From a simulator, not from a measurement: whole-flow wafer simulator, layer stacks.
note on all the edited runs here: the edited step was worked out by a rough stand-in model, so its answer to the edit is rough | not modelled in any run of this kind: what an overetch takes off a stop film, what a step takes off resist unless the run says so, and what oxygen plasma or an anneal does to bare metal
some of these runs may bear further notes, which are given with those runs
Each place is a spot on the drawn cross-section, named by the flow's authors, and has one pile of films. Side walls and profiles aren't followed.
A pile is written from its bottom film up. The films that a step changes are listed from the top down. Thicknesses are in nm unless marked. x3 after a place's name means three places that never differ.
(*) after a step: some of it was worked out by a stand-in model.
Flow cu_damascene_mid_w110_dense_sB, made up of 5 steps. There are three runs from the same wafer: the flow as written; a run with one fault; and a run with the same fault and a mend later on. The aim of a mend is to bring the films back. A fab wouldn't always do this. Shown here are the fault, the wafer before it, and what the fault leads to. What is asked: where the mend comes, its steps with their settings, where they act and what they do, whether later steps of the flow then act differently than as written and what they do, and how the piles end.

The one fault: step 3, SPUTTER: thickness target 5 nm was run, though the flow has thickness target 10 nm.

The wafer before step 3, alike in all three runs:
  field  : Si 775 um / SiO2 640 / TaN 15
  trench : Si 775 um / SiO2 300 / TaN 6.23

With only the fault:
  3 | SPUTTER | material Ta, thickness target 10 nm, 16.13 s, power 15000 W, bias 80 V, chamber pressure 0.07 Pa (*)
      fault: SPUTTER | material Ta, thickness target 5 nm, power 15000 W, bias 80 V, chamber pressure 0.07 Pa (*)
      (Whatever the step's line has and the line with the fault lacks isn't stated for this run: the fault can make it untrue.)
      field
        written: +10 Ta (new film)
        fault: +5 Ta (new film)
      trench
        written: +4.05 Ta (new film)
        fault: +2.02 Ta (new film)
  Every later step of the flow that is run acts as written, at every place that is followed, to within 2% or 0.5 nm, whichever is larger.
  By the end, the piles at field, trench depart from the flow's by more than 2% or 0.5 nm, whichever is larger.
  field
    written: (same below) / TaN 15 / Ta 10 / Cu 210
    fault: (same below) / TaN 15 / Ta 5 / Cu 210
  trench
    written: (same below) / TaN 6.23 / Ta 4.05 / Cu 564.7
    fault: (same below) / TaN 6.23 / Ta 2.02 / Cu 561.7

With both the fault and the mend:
  The mend stands after step 3.
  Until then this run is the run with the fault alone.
  3a | SPUTTER | material Ta, thickness target 5 nm, power 15000 W, bias 80 V, chamber pressure 0.07 Pa (*) (the flow's step 3 again, with other settings)
      field
        +5 Ta
      trench
        +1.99 Ta
  Every later step of the flow that is run acts as written at every place that is followed.
  At the end the piles are close to the flow's at the places that both follow, differing by at most 2% or 0.5 nm, whichever is larger.
